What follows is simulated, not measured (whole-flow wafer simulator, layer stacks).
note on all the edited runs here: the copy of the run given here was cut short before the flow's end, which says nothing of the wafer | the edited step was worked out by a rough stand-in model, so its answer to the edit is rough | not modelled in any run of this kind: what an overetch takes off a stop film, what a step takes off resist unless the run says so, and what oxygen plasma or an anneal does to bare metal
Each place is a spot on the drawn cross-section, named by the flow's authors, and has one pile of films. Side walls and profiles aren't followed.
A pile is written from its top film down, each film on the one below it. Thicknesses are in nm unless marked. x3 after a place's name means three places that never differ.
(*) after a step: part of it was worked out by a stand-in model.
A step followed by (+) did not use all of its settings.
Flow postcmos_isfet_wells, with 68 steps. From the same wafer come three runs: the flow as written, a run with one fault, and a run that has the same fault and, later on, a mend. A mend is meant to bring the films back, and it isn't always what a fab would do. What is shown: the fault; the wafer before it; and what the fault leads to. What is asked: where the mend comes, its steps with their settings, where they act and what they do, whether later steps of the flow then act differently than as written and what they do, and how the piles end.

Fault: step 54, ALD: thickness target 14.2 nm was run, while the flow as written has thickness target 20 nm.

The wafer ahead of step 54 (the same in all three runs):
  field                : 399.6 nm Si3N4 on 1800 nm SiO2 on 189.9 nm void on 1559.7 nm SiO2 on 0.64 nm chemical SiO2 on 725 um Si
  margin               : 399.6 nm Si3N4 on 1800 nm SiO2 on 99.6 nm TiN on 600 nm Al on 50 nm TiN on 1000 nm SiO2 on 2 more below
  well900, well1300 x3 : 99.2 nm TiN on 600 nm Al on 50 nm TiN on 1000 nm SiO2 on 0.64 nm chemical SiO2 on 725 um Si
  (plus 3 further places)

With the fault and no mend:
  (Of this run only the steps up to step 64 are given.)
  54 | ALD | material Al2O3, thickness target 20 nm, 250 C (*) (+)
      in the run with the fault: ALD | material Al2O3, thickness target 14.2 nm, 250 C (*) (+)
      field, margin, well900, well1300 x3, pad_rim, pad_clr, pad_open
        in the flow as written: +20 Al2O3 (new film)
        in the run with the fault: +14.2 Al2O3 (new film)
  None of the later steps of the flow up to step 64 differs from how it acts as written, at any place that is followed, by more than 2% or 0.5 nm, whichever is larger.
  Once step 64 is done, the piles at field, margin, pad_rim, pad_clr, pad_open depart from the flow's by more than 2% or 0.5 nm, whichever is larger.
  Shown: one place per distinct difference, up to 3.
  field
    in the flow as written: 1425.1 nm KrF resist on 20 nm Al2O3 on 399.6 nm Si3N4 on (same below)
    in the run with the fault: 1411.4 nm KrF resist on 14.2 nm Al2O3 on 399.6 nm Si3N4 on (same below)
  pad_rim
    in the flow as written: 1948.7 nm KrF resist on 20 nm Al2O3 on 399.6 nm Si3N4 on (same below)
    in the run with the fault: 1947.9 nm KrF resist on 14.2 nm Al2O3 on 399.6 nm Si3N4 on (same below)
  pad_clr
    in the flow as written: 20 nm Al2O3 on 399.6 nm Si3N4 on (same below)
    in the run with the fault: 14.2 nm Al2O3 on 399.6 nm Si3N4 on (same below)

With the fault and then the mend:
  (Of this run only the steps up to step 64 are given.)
  After step 54 comes the mend.
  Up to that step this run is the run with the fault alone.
  54a | ALD | material Al2O3, thickness target 5.8 nm, 250 C (*) (+) (the flow's step 54, run once more with other settings)
      field, margin, well900, well1300 x3, pad_rim, pad_clr, pad_open
        +5.8 Al2O3
  None of the later steps of the flow up to step 64 acts differently than as written at any place that is followed.
  The piles after step 64 are the same as the flow's at every place that both follow.
